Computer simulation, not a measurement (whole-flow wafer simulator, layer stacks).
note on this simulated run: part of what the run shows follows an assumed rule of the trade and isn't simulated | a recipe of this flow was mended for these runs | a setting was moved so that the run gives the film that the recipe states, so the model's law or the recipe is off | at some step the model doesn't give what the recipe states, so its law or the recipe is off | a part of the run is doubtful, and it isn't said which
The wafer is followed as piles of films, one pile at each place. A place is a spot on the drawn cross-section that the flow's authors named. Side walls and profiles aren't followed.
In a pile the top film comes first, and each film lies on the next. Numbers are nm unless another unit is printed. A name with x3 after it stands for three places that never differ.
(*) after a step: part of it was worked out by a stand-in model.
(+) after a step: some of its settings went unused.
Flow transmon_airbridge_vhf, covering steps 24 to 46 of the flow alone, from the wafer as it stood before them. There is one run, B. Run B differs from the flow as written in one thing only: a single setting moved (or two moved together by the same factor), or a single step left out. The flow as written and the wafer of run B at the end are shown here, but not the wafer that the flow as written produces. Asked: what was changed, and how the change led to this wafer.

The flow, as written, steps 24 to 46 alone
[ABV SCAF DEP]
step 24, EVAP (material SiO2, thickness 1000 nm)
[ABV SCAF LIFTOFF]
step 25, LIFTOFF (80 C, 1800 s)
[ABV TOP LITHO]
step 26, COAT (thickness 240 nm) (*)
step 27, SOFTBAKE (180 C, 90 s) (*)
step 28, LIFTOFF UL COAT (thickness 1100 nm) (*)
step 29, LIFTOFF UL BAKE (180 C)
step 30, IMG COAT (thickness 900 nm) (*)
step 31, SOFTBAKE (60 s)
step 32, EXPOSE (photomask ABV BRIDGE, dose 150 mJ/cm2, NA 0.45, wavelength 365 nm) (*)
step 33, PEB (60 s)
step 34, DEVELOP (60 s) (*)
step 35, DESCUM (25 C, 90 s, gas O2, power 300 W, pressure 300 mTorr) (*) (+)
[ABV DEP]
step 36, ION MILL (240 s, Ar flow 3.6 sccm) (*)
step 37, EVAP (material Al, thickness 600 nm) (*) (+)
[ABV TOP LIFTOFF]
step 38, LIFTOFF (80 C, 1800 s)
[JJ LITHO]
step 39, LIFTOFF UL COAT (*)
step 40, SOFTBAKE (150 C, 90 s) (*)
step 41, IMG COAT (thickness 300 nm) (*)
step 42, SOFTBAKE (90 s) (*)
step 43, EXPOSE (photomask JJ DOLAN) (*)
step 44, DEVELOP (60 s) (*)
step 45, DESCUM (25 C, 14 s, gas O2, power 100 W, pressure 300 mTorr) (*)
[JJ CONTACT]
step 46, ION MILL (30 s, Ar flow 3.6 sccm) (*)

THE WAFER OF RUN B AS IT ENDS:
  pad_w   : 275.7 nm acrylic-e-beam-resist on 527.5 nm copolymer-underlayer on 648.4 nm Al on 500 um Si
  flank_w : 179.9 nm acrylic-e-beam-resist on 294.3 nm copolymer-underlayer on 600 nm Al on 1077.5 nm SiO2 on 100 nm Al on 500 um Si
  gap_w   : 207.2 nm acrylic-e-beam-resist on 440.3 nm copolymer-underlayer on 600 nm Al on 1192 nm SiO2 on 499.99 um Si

Cause: step 24, EVAP: thickness 1216 nm was run, while the flow as written has thickness 1000 nm.

How this came from the change, step by step:
  step 24, EVAP (material SiO2, thickness 1000 nm)
      field x3, jj_line, ground_far and 10 more: +1216 SiO2 (new film) (as written it would have been: +1000 SiO2 (new film))
      flank_w, flank_e: +1101.5 SiO2 (new film) (as written it would have been: +905.8 SiO2 (new film))
  step 25, LIFTOFF (80 C, 1800 s)
      field x3, jj_line, trace_open_s x2: -1216 SiO2 (all of it), -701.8 i-line-resist (all of it), -1100 lift-off-underlayer (all of it), -240 acrylic-e-beam-resist (all of it) (as written it would have been: -1000 SiO2 (all of it), -701.8 i-line-resist (all of it), -1100 lift-off-underlayer (all of it), -240 acrylic-e-beam-resist (all of it))
      pad_w, pad_e: -1216 SiO2 (all of it), -696.3 i-line-resist (all of it), -1089.9 lift-off-underlayer (all of it), -239.3 acrylic-e-beam-resist (all of it) (as written it would have been: -1000 SiO2 (all of it), -696.3 i-line-resist (all of it), -1089.9 lift-off-underlayer (all of it), -239.3 acrylic-e-beam-resist (all of it))
      (also at 1 further place)
  step 26, COAT (thickness 240 nm) (*)
      flank_w, flank_e: +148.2 acrylic-e-beam-resist (new film) (as written it would have been: +155.2 acrylic-e-beam-resist (new film))
      gap_w, gap_e: +201.7 acrylic-e-beam-resist (new film) (as written it would have been: +211.2 acrylic-e-beam-resist (new film))
      (also at 6 further places)
  step 28, LIFTOFF UL COAT (thickness 1100 nm) (*)
      gap_w, gap_e: +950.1 lift-off-underlayer (new film) (as written it would have been: +979.6 lift-off-underlayer (new film))
      margin_s, margin_n: +775 lift-off-underlayer (new film) (as written it would have been: +823.4 lift-off-underlayer (new film))
      (also at 6 further places)
  step 30, IMG COAT (thickness 900 nm) (*)
      gap_w, gap_e: +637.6 i-line-resist (new film) (as written it would have been: +685.3 i-line-resist (new film))
      margin_s, margin_n: +534.8 i-line-resist (new film) (as written it would have been: +603.2 i-line-resist (new film))
      (also at 5 further places)
  step 33, PEB (60 s)
      flank_w, flank_e: -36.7 i-line-resist (as written it would have been: -38.8 i-line-resist)
      gap_w, gap_e: -32.5 i-line-resist (as written it would have been: -35 i-line-resist)
      (also at 6 further places)
  step 34, DEVELOP (60 s) (*)
      pad_w: -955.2 i-line-resist (all of it), -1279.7 lift-off-underlayer (all of it) (as written it would have been: -937.3 i-line-resist (all of it), -1246.2 lift-off-underlayer (all of it))
      flank_w: -679 i-line-resist (all of it), -785.5 lift-off-underlayer (all of it) (as written it would have been: -716.4 i-line-resist (all of it), -832.3 lift-off-underlayer (all of it))
      (also at 6 further places)
  step 35, DESCUM (25 C, 90 s, gas O2, power 300 W, pressure 300 mTorr) (*) (+)
      field x3, jj_line, ground_far, trace_open_s x2, margin_s, margin_n: -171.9 i-line-resist (as written it would have been: -167.2 i-line-resist)
      flank_w, flank_e: -148.2 acrylic-e-beam-resist (all of it) (as written it would have been: -155.2 acrylic-e-beam-resist (all of it))
      (also at 6 further places)
  step 38, LIFTOFF (80 C, 1800 s)
      margin_s, margin_n: -600 Al (all of it), -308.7 i-line-resist (all of it), -775 lift-off-underlayer (all of it), -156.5 acrylic-e-beam-resist (all of it) (as written it would have been: -600 Al (all of it), -378.2 i-line-resist (all of it), -823.4 lift-off-underlayer (all of it), -168.6 acrylic-e-beam-resist (all of it))
      ground_far: -600 Al (all of it), -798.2 i-line-resist (all of it), -1139.7 lift-off-underlayer (all of it), -251.5 acrylic-e-beam-resist (all of it) (as written it would have been: -600 Al (all of it), -776.6 i-line-resist (all of it), -1134.8 lift-off-underlayer (all of it), -250.1 acrylic-e-beam-resist (all of it))
  step 39, LIFTOFF UL COAT (*)
      pad_w, pad_e: +527.5 copolymer-underlayer (new film) (as written it would have been: +513.6 copolymer-underlayer (new film))
      flank_w, flank_e: +294.3 copolymer-underlayer (new film) (as written it would have been: +308 copolymer-underlayer (new film))
      (also at 6 further places)
  step 41, IMG COAT (thickness 300 nm) (*)
      pad_w, pad_e: +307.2 acrylic-e-beam-resist (new film) (as written it would have been: +300.2 acrylic-e-beam-resist (new film))
      flank_w, flank_e: +211.4 acrylic-e-beam-resist (new film) (as written it would have been: +217.1 acrylic-e-beam-resist (new film))
      (also at 6 further places)
